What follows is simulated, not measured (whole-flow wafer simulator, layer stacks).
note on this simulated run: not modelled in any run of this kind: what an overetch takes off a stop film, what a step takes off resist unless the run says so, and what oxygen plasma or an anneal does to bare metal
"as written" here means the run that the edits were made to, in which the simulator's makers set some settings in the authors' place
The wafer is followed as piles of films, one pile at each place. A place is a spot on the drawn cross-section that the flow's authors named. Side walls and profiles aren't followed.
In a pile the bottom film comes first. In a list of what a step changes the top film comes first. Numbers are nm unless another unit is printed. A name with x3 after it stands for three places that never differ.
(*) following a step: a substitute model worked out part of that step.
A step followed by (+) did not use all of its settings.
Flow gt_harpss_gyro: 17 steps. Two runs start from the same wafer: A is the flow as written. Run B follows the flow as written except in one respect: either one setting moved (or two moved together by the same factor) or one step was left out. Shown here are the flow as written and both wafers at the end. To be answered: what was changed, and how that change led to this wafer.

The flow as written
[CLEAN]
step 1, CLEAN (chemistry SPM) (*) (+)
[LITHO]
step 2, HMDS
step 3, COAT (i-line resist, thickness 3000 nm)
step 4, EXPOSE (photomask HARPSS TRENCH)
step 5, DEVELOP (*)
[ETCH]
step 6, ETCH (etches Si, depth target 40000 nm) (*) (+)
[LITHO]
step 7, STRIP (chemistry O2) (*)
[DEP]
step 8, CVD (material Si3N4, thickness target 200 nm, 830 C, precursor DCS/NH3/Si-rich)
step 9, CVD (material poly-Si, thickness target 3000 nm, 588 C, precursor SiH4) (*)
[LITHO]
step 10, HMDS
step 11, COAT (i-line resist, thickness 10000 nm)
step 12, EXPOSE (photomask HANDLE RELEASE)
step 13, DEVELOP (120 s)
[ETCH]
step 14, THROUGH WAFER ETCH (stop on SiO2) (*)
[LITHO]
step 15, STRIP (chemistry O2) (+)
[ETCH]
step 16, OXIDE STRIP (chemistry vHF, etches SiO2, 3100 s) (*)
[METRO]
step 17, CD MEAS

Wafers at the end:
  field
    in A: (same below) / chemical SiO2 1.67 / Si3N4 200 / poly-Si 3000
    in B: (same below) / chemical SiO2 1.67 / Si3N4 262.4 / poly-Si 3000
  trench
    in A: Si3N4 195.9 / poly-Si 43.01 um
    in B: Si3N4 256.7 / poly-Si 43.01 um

Cause: step 8, CVD: thickness target 262.4 nm was run, whereas the flow has thickness target 200 nm.
The wafer itself shows it: field has Si3N4 262.4, and step 8 as written asks for 200 nm.

Step by step, how the change led to this:
  step 8, CVD (material Si3N4, thickness target 200 nm, 830 C, precursor DCS/NH3/Si-rich)
      field: A Si3N4 gains 200 (new film) | B Si3N4 gains 262.4 (new film)
      trench: A Si3N4 gains 195.9 (new film) | B Si3N4 gains 256.7 (new film)
